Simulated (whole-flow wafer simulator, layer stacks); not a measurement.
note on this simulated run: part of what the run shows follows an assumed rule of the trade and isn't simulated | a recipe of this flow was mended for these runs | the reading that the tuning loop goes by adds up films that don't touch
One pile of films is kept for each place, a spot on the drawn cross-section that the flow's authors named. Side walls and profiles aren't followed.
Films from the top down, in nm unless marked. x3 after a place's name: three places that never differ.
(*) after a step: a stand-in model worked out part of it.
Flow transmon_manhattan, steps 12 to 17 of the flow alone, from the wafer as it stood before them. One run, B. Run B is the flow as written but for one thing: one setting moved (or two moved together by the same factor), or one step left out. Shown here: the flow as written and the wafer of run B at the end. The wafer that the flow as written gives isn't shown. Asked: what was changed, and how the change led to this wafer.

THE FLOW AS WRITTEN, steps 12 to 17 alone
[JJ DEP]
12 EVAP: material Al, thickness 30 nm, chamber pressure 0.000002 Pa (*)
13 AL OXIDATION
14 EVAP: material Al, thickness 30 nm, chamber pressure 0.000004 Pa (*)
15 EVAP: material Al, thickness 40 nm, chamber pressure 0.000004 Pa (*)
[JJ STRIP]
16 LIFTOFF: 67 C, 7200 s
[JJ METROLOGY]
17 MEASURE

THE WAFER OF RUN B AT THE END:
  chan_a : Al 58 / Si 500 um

The cause: step 15, EVAP: thickness 28 nm was run, where the flow has thickness 40 nm.

How the change led to this, step by step:
  15 EVAP: material Al, thickness 40 nm, chamber pressure 0.000004 Pa (*)
      field, chan_a: Al +28 (as written it would be: Al +40)
  16 LIFTOFF: 67 C, 7200 s
      field: Al -58 (all of it), Al2O3 -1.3 (all of it), Al -29.2 (all of it), e-beam-resist -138 (all of it), copolymer-underlayer -500 (all of it) (as written it would be: Al -70 (all of it), Al2O3 -1.3 (all of it), Al -29.2 (all of it), e-beam-resist -138 (all of it), copolymer-underlayer -500 (all of it))
